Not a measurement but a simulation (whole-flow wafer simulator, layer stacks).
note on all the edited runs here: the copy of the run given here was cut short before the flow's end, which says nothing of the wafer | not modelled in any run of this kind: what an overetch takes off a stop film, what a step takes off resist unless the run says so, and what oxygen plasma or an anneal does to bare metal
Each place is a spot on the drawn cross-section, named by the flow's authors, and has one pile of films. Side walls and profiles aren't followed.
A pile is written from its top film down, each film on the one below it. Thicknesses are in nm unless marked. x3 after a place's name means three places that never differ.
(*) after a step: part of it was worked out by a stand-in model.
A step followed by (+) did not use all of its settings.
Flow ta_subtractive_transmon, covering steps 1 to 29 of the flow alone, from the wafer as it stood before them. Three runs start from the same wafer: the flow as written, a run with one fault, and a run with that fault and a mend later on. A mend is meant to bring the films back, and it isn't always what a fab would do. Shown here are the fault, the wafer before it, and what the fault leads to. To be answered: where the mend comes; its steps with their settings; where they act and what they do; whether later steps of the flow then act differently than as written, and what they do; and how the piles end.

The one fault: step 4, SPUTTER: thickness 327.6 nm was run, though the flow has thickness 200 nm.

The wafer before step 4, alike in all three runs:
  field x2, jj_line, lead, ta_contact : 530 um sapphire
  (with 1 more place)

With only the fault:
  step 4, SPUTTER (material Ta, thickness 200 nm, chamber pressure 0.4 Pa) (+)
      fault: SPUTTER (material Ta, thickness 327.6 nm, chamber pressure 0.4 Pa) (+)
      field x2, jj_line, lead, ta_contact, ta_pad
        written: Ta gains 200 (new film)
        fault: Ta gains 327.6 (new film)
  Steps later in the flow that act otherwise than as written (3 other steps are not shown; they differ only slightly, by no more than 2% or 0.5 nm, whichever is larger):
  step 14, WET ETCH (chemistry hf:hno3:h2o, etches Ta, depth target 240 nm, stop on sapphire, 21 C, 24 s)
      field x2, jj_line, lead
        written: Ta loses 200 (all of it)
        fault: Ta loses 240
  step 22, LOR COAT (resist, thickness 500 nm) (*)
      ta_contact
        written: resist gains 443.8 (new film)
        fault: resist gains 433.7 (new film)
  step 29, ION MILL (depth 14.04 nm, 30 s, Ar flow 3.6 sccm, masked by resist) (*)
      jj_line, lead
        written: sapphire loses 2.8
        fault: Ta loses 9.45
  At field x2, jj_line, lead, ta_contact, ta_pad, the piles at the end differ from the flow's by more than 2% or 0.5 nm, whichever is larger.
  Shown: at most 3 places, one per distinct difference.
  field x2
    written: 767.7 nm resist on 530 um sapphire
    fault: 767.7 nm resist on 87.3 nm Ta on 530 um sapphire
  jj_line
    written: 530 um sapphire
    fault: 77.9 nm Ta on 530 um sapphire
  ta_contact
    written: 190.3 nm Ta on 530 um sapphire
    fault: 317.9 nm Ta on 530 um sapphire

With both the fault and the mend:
  The mend follows step 5.
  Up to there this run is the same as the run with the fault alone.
  step 5a, WET ETCH (chemistry hf:hno3:h2o, etches Ta, depth target 376.8 nm, stop on sapphire, 21 C, 37.68 s)
      field x2, jj_line, lead, ta_contact, ta_pad
        Ta loses 327.6 (all of it)
  step 5b, SPUTTER (material Ta, thickness 200 nm, chamber pressure 0.4 Pa) (+) (the flow's step 4, run once more)
      field x2, jj_line, lead, ta_contact, ta_pad
        Ta gains 200 (new film)
  Later steps of the flow that are run all act as written at every place that is followed.
  At every place that both follow, the piles at the end match the flow's.
